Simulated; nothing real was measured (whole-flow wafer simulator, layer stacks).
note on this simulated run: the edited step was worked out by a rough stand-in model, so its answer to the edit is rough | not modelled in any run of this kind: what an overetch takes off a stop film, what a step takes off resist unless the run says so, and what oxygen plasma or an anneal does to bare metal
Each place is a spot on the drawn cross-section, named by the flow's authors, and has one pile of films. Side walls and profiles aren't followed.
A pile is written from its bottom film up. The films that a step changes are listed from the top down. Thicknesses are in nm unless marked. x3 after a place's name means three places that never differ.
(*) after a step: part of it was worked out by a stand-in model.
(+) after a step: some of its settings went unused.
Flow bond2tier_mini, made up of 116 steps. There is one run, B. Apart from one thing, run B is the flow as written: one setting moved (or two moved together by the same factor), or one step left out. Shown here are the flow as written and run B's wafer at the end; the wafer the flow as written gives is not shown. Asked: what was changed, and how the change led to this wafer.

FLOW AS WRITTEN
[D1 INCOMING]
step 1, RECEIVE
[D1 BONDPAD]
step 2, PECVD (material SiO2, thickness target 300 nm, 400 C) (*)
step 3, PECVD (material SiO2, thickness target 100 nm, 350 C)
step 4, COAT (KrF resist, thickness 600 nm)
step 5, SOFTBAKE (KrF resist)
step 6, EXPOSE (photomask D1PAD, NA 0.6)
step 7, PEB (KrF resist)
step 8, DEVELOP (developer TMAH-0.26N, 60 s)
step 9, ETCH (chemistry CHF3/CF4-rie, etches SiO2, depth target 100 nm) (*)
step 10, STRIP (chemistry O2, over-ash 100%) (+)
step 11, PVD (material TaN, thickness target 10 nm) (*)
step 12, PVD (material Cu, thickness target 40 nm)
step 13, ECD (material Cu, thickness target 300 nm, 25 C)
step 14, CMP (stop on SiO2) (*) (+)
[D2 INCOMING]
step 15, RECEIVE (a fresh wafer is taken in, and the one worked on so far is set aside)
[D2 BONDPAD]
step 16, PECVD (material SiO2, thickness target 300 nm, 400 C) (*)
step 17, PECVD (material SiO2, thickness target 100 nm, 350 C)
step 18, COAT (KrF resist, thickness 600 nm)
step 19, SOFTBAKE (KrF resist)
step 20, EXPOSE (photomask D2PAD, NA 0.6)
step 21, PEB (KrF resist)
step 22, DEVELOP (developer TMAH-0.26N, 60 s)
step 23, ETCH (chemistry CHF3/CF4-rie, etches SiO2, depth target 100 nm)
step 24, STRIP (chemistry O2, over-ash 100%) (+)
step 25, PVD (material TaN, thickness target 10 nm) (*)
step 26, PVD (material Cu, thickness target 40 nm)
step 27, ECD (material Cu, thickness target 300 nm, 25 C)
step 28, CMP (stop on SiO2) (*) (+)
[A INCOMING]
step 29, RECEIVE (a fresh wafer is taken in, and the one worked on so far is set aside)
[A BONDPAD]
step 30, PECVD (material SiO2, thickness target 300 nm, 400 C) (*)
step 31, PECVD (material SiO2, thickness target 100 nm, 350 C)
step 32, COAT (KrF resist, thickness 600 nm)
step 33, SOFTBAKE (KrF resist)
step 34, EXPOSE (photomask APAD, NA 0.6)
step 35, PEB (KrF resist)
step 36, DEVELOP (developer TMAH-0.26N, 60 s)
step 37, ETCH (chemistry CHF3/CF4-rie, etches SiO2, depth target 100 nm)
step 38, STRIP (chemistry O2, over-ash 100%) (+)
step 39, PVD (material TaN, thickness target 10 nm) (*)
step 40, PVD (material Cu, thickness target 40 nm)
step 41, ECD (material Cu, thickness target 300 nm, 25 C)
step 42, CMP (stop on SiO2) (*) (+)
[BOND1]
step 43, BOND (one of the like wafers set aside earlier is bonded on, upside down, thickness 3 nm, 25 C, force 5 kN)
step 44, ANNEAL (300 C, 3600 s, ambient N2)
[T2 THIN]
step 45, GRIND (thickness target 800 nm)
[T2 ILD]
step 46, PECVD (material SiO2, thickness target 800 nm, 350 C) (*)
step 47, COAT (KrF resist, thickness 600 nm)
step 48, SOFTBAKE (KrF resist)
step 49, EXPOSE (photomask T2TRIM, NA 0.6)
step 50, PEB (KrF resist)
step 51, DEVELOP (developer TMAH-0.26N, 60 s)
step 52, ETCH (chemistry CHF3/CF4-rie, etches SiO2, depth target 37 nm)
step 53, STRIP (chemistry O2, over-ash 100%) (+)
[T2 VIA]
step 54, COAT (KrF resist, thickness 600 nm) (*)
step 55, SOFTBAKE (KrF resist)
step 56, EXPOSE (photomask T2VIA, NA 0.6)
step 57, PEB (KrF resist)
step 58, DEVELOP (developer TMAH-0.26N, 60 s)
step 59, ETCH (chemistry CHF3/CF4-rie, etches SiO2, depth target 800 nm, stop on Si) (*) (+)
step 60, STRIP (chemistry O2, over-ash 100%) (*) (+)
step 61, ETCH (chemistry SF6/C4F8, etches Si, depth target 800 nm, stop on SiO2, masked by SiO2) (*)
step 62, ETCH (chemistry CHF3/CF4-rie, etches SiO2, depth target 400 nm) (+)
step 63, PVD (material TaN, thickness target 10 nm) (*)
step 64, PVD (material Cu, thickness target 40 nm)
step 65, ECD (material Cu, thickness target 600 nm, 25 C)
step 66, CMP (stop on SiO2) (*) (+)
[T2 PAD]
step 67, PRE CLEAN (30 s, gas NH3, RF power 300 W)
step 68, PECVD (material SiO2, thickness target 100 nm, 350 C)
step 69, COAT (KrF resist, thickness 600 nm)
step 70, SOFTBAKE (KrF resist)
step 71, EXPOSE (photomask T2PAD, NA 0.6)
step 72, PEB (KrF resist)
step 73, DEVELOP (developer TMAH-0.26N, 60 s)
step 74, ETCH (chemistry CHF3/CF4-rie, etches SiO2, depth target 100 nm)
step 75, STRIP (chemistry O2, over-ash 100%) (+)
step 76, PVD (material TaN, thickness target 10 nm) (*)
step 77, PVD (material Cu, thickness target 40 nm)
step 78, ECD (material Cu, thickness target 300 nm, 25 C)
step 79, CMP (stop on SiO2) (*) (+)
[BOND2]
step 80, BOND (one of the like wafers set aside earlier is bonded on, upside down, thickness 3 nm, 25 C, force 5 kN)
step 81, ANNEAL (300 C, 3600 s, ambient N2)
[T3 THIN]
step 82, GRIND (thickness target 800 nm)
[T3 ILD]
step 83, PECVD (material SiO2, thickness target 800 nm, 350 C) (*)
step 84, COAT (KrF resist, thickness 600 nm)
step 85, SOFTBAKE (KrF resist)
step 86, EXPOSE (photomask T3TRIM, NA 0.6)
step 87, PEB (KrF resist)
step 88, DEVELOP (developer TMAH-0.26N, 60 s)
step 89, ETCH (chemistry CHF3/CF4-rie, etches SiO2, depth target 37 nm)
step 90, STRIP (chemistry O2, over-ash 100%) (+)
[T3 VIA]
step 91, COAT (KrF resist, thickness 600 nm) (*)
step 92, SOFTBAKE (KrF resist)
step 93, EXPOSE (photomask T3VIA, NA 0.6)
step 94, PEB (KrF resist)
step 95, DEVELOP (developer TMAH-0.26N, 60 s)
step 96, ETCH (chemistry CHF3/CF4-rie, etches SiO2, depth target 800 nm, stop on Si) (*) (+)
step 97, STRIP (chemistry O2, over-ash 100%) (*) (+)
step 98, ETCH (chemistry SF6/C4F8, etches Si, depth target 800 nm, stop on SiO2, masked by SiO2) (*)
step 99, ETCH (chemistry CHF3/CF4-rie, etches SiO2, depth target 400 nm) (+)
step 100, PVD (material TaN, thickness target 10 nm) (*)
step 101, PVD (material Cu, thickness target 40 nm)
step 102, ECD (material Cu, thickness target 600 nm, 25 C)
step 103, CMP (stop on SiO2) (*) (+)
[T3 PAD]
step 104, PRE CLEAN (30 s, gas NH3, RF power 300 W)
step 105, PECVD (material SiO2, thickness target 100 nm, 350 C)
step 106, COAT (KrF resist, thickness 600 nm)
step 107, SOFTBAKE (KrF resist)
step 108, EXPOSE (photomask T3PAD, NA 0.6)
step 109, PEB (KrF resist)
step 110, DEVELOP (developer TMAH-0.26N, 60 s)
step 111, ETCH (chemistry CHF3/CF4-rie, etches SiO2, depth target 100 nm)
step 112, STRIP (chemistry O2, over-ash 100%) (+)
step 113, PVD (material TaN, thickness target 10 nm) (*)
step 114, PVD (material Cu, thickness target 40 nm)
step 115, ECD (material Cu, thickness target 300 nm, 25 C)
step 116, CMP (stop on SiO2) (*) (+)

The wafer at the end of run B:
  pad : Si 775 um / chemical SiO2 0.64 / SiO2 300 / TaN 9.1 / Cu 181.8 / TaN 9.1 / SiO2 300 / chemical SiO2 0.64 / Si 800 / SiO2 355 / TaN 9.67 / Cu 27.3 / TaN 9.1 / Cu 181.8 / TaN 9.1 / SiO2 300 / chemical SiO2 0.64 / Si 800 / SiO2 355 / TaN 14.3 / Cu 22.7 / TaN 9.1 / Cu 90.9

The reason: step 100, PVD: thickness target 14.8 nm was run, while the flow as written has thickness target 10 nm.

The path from the change to this, step by step:
  step 100, PVD (material TaN, thickness target 10 nm) (*)
      field: TaN gains 14.8 (new film) (in the flow as written it would be: TaN gains 10 (new film))
      pad: TaN gains 14.3 (new film) (in the flow as written it would be: TaN gains 9.67 (new film))
  step 103, CMP (stop on SiO2) (*) (+)
      field: Cu loses 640 (all of it), TaN loses 14.8 (all of it) (in the flow as written it would be: Cu loses 640 (all of it), TaN loses 10 (all of it))
